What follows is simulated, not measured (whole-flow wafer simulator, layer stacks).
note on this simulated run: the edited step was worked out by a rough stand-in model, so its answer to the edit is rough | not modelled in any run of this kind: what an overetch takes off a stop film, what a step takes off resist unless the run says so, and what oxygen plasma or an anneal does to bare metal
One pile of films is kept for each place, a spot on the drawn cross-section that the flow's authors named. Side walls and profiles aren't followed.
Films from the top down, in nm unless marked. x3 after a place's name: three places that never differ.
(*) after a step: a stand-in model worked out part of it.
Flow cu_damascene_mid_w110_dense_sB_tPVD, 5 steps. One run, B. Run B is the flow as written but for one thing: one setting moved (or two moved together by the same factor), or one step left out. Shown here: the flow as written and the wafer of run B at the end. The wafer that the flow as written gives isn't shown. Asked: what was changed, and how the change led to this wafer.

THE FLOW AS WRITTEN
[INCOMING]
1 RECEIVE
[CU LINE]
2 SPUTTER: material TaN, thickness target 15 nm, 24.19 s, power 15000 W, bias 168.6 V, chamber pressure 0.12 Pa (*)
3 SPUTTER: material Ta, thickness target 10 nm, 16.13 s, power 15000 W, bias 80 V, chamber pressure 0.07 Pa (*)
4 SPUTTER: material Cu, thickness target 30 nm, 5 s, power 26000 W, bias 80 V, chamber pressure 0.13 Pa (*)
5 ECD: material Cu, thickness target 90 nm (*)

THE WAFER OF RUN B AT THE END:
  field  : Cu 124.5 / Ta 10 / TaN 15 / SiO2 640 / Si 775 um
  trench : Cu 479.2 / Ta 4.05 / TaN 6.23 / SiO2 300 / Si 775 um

The cause: step 4, SPUTTER: 5.75 s was run, where the flow has 5 s.

How the change led to this, step by step:
  4 SPUTTER: material Cu, thickness target 30 nm, 5 s, power 26000 W, bias 80 V, chamber pressure 0.13 Pa (*)
      field: Cu +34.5 (new film) (as written it would be: Cu +30 (new film))
      trench: Cu +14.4 (new film) (as written it would be: Cu +12.5 (new film))
